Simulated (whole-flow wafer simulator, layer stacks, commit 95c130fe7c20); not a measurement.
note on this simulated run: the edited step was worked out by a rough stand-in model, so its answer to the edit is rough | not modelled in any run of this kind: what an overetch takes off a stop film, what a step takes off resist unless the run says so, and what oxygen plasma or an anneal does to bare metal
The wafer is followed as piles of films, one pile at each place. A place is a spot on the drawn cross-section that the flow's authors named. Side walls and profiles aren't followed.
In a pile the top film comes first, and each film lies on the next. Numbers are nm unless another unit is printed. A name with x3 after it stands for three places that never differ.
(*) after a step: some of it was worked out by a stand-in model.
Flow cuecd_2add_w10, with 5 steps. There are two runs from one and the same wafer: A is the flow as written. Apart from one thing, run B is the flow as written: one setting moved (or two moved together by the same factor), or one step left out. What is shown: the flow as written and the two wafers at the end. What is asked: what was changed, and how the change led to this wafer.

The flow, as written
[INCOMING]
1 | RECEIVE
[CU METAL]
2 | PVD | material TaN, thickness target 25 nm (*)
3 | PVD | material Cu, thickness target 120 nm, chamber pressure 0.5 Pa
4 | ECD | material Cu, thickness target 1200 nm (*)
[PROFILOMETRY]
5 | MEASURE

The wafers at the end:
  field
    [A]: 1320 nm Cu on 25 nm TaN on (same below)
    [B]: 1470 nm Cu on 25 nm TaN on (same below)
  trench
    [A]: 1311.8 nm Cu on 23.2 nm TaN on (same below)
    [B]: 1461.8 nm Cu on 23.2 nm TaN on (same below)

The reason: step 4, ECD: thickness target 1350 nm was run, while the flow as written has thickness target 1200 nm.

How this came from the change, step by step:
  4 | ECD | material Cu, thickness target 1200 nm (*)
      field, trench: A +1200 Cu | B +1350 Cu
